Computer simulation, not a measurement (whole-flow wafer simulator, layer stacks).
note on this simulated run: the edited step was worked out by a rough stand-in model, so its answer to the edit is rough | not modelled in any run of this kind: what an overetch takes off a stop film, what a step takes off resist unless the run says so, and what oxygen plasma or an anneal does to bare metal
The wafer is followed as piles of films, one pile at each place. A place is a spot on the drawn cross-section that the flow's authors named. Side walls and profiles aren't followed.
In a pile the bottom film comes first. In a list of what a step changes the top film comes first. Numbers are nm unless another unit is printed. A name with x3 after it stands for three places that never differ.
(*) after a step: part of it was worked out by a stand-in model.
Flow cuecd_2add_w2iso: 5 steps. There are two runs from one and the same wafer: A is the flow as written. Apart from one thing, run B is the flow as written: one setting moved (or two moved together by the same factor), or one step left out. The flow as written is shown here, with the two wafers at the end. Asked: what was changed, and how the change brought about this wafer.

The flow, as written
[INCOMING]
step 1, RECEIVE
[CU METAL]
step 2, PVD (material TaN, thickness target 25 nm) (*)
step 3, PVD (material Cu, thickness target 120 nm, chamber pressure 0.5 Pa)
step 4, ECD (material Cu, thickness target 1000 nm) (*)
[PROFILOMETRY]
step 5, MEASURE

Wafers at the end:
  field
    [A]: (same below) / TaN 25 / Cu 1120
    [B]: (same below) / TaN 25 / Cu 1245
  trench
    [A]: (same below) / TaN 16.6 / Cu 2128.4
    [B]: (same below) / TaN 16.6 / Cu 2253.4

Cause: step 4, ECD: thickness target 1125 nm was run, while the flow as written has thickness target 1000 nm.

Step by step, how the change led to this:
  step 4, ECD (material Cu, thickness target 1000 nm) (*)
      field: A +1000 Cu | B +1125 Cu
      trench: A +2047.6 Cu | B +2172.6 Cu
